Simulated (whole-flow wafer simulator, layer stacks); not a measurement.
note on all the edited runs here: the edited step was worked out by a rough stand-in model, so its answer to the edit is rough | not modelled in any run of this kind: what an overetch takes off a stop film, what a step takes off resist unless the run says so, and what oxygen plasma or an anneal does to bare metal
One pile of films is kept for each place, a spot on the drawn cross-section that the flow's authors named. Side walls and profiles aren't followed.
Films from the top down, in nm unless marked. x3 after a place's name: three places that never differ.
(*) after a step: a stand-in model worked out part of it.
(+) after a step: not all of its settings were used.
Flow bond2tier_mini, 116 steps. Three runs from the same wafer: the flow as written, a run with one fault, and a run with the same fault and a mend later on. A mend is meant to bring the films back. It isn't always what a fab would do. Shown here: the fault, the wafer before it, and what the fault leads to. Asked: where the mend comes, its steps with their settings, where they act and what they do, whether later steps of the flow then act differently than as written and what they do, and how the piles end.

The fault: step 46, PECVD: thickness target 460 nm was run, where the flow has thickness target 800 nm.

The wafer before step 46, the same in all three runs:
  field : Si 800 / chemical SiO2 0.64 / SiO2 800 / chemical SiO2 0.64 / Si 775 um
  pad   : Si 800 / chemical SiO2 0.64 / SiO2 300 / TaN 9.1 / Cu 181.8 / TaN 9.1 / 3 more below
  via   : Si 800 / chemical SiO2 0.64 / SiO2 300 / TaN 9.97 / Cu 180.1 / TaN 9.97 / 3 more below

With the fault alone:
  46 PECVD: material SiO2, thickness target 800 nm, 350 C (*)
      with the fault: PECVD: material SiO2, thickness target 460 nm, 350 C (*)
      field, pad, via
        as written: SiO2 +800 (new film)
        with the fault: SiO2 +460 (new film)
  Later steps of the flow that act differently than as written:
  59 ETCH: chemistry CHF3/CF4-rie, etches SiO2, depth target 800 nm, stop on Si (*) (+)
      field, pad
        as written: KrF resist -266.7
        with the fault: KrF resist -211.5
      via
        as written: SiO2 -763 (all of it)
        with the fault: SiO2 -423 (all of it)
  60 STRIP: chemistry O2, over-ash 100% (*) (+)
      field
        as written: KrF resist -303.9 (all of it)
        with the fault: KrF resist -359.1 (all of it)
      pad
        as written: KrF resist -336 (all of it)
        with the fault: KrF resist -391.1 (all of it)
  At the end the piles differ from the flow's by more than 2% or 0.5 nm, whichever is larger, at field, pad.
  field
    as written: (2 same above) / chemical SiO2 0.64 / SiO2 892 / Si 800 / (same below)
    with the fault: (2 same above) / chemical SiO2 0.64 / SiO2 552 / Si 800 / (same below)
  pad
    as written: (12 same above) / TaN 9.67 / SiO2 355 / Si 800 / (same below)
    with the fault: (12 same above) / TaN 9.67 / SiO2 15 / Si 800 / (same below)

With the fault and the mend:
  The mend comes after step 51.
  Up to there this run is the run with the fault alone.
  51a STRIP: chemistry O2, over-ash 100% (+)
      field
        KrF resist -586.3 (all of it)
  51b PECVD: material SiO2, thickness target 340 nm, 350 C (*) (the flow's step 46 once more, with other settings)
      field, pad, via
        SiO2 +340
  51c COAT: KrF resist, thickness 600 nm (the flow's step 47 once more)
      field, pad, via
        KrF resist +600 (new film)
  51d SOFTBAKE: KrF resist (the flow's step 48 once more)
      changes no film at any place that is followed
  51e EXPOSE: photomask T2TRIM, NA 0.6 (the flow's step 49 once more)
      changes no film at any place that is followed
  51f PEB: KrF resist (the flow's step 50 once more)
      changes no film at any place that is followed
  51g DEVELOP: developer TMAH-0.26N, 60 s (the flow's step 51 once more)
      pad, via
        KrF resist -600 (all of it)
      field
        KrF resist -13.7
  No later step of the flow acts differently than as written at any place that is followed.
  At the end the piles are the same as the flow's at every place that both follow.
